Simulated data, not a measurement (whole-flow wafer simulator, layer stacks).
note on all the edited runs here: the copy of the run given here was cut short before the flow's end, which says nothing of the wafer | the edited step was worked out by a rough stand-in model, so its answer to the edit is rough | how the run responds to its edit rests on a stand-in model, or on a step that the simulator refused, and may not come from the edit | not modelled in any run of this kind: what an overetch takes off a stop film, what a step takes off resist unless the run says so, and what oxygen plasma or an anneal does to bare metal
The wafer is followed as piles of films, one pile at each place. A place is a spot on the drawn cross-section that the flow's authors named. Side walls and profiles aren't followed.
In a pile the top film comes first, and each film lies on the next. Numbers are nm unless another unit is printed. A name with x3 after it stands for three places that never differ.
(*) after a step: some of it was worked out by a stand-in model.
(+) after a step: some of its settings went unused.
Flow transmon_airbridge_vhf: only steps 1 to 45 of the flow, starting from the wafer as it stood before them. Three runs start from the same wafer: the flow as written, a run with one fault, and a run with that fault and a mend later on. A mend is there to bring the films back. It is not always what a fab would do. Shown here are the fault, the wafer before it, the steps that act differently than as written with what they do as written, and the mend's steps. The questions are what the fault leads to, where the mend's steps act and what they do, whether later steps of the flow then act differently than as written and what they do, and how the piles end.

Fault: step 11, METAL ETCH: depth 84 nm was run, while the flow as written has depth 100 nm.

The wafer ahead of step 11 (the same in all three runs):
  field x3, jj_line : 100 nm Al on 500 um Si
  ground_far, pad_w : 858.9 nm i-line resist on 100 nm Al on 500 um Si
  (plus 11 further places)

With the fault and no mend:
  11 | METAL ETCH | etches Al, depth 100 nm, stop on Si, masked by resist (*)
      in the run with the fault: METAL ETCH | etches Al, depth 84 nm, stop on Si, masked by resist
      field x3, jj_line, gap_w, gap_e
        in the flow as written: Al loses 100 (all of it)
        in the run with the fault: Al loses 84
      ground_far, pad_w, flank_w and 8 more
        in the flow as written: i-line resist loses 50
        in the run with the fault: i-line resist loses 42
  Steps later in the flow that act otherwise than as written (20 more steps, not shown, differ only slightly: by at most 2% or 0.5 nm, whichever is larger):
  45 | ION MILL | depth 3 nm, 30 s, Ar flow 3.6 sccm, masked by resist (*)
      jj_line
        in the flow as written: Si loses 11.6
        in the run with the fault: Al loses 16 (all of it), Si loses 2.62
  By the end, the piles at field x3, gap_w, gap_e depart from the flow's by more than 2% or 0.5 nm, whichever is larger.
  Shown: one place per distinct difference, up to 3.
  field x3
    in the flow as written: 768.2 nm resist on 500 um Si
    in the run with the fault: 768.2 nm resist on 16 nm Al on 500 um Si
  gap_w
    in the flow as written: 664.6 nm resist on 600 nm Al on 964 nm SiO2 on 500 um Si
    in the run with the fault: 660.1 nm resist on 600 nm Al on 964 nm SiO2 on 16 nm Al on 500 um Si

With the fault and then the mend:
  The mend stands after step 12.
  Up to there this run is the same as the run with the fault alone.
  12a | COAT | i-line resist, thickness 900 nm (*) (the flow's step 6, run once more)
      field x3, jj_line, trace_open_s x2, margin_s, bridge_strip, margin_n
        i-line resist gains 900 (new film)
      pad_w, pad_e
        i-line resist gains 889.7 (new film)
      flank_w, flank_e
        i-line resist gains 880.3 (new film)
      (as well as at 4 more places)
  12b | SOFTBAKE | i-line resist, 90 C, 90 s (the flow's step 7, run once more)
      flank_w, flank_e
        i-line resist loses 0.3
      gap_w, gap_e
        i-line resist gains 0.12
      cpw_trace
        i-line resist loses 0.06
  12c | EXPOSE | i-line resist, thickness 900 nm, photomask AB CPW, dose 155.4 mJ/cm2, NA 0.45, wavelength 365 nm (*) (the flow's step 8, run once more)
      leaves every film unchanged at each place that is followed
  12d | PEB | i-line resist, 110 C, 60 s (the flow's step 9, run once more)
      field x3, jj_line, trace_open_s x2, margin_s, bridge_strip, margin_n
        i-line resist loses 41
      pad_w, pad_e
        i-line resist loses 40.6
      flank_w, flank_e
        i-line resist loses 40.1
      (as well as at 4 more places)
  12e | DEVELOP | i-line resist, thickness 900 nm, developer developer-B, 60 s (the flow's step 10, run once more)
      trace_open_s x2, margin_s, bridge_strip, margin_n
        i-line resist loses 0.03
      field x3, jj_line
        i-line resist loses 859 (all of it)
      gap_w, gap_e
        i-line resist loses 902.8 (all of it)
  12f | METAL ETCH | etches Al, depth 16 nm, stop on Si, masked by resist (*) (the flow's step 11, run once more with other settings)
      ground_far, pad_w, flank_w and 8 more
        i-line resist loses 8
      field x3, jj_line, gap_w, gap_e
        Al loses 16 (all of it)
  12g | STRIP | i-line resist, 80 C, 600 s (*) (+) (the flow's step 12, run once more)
      trace_open_s x2, margin_s, bridge_strip, margin_n
        i-line resist loses 850.9 (all of it)
      pad_w, pad_e
        i-line resist loses 841.1 (all of it)
      flank_w, flank_e
        i-line resist loses 831.9 (all of it)
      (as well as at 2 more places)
  None of the later steps of the flow acts differently than as written at any place that is followed.
  By the end, the piles equal the flow's at every place that both follow.
